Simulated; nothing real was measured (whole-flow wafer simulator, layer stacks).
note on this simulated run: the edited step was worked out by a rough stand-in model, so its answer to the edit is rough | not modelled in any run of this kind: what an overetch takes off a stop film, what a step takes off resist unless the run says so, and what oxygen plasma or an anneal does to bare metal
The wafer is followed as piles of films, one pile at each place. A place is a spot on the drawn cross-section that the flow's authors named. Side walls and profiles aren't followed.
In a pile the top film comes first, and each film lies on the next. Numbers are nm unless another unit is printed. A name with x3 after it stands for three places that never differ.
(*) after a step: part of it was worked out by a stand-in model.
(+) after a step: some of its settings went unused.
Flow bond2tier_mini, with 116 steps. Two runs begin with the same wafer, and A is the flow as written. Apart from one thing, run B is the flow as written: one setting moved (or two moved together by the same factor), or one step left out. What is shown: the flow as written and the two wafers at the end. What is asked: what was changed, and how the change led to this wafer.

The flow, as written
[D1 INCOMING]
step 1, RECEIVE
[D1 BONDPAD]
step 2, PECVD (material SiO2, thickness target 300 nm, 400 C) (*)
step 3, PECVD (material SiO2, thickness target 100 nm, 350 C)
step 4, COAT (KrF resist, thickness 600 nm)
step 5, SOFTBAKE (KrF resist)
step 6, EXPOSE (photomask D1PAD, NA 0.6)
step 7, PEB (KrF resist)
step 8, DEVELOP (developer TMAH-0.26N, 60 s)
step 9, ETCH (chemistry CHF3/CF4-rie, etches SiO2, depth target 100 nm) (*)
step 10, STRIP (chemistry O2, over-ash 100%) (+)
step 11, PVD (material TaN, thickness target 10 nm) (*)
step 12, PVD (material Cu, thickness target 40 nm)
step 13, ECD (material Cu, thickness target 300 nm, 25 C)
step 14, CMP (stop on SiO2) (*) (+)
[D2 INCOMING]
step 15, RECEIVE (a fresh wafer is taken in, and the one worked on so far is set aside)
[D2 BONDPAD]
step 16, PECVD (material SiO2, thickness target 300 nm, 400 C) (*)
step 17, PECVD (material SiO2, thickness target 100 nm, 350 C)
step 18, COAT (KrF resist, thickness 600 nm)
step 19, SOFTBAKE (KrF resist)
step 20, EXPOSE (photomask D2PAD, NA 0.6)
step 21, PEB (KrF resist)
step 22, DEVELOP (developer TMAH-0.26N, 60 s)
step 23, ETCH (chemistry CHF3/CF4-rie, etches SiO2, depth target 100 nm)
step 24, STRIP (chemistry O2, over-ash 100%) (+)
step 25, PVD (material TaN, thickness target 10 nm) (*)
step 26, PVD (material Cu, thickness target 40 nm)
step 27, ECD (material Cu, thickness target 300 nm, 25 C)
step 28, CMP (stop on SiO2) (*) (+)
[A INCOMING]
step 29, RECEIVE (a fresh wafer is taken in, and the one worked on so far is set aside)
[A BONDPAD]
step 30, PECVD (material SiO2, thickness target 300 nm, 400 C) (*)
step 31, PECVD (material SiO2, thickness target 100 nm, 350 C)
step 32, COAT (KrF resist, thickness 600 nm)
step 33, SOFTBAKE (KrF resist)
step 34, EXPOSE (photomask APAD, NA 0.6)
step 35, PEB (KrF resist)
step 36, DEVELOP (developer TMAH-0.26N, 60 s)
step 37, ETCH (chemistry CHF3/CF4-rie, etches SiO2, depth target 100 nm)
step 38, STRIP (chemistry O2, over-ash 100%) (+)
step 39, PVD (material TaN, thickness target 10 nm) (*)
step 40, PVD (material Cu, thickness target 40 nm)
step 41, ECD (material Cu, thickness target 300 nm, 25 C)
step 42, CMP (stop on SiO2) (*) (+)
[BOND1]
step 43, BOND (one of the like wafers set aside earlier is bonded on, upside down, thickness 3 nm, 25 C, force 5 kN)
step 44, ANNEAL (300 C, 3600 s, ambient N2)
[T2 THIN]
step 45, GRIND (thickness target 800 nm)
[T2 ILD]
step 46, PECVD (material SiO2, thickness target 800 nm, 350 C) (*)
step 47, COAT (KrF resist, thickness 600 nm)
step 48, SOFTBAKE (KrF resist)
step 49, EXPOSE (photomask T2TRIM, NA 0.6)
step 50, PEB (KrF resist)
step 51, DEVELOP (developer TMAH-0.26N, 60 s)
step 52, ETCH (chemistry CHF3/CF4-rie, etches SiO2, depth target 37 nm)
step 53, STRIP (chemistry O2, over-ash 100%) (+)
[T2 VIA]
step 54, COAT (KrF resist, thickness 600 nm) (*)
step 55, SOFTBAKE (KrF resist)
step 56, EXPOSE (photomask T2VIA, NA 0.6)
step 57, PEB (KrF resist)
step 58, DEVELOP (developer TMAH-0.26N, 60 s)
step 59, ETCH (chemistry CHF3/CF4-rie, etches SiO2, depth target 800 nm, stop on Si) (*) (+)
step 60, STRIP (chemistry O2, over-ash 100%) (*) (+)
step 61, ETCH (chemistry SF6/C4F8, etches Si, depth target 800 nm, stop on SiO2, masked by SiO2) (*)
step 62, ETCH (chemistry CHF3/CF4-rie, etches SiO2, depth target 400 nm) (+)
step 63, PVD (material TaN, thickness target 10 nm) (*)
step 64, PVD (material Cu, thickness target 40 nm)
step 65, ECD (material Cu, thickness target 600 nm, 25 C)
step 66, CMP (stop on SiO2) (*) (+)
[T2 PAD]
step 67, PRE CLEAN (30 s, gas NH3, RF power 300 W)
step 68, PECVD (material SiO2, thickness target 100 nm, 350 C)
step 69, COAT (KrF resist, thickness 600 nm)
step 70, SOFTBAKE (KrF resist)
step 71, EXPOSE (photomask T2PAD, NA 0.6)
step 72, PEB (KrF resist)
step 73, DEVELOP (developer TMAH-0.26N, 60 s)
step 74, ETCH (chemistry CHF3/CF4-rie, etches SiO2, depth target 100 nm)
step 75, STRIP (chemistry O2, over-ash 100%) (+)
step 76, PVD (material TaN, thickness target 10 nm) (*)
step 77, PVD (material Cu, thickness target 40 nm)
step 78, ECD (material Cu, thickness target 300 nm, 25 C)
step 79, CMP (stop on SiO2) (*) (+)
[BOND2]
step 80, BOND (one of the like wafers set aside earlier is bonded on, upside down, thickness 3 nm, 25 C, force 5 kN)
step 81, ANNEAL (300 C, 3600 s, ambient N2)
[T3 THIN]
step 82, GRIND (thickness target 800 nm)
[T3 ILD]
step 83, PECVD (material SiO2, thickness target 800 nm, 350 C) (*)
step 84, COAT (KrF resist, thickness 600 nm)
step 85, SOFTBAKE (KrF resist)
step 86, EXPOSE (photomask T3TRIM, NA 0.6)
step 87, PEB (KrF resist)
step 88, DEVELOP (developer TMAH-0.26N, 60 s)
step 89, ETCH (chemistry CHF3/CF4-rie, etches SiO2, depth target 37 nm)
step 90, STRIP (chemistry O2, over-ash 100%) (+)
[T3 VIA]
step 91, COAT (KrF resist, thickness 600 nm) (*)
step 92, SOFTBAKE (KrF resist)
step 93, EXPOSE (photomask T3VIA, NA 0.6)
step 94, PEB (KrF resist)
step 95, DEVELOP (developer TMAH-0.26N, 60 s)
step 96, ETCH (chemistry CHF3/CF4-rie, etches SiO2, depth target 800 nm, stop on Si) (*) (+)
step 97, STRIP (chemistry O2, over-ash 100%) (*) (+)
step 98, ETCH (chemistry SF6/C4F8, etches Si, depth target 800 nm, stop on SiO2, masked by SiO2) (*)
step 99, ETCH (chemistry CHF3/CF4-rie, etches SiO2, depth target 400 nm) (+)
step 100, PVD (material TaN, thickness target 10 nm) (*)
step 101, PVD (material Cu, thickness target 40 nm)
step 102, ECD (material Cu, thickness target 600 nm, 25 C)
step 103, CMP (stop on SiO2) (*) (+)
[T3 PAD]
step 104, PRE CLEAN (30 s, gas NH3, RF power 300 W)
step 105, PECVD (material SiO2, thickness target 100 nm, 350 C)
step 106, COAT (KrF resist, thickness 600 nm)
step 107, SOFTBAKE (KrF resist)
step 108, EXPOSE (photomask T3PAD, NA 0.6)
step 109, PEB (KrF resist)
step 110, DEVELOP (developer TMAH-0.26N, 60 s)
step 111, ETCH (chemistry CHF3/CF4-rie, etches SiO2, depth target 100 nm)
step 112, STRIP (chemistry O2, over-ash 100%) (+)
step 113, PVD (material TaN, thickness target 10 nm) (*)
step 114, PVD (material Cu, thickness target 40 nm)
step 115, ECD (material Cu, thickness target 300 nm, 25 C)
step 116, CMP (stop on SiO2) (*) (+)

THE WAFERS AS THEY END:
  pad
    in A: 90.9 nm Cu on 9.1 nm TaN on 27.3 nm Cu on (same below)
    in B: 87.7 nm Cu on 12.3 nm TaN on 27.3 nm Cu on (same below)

The reason: step 113, PVD: thickness target 13.5 nm was run, while the flow as written has thickness target 10 nm.

Step by step, how the change led to this:
  step 113, PVD (material TaN, thickness target 10 nm) (*)
      field: A TaN gains 10 (new film) | B TaN gains 13.5 (new film)
      pad: A TaN gains 9.1 (new film) | B TaN gains 12.3 (new film)
  step 116, CMP (stop on SiO2) (*) (+)
      field: A Cu loses 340 (all of it), TaN loses 10 (all of it) | B Cu loses 340 (all of it), TaN loses 13.5 (all of it)
